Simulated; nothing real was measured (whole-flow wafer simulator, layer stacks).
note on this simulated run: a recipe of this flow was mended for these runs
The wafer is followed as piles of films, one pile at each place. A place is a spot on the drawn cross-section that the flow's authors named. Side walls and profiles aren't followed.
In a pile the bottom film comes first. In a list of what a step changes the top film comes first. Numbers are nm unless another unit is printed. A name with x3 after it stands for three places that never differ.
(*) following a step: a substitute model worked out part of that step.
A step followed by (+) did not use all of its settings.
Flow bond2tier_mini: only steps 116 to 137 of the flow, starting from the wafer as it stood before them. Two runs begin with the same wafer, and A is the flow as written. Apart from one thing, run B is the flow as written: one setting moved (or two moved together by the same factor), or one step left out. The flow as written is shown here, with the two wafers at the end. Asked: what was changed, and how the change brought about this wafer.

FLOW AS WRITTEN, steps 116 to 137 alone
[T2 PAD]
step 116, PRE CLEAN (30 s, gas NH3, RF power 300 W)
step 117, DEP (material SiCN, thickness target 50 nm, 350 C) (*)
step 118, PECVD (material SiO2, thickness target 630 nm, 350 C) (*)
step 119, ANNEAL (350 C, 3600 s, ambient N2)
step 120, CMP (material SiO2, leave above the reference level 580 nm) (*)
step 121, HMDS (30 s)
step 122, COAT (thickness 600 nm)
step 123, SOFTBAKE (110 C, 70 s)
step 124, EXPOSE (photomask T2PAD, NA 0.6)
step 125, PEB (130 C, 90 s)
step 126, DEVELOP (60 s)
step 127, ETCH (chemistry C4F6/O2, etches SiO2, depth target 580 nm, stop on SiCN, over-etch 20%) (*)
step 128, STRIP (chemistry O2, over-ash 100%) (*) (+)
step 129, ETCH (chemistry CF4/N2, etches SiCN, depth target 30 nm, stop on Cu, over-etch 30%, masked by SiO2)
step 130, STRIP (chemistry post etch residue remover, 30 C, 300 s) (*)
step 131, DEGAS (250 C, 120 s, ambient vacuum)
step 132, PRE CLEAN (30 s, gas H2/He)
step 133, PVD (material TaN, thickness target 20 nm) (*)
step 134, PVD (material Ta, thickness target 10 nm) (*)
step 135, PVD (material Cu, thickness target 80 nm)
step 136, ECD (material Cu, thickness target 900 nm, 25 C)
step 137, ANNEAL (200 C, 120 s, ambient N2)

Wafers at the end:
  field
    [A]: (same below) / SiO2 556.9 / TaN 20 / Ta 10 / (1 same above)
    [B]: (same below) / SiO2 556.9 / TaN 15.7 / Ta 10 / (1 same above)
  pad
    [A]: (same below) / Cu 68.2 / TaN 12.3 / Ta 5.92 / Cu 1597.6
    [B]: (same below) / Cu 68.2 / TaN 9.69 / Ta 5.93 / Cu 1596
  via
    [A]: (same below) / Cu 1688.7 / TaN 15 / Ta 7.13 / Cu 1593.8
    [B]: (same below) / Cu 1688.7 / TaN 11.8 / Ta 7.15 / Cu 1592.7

Cause: step 133, PVD: thickness target 15.7 nm was run, whereas the flow has thickness target 20 nm.
One can read it off the wafer: field has TaN 15.7, and step 133 as written asks for 20 nm.

The path from the change to this, step by step:
  step 133, PVD (material TaN, thickness target 20 nm) (*)
      field: A TaN gains 20 (new film) | B TaN gains 15.7 (new film)
      pad: A TaN gains 12.3 (new film) | B TaN gains 9.69 (new film)
      (as well as at 1 more place)
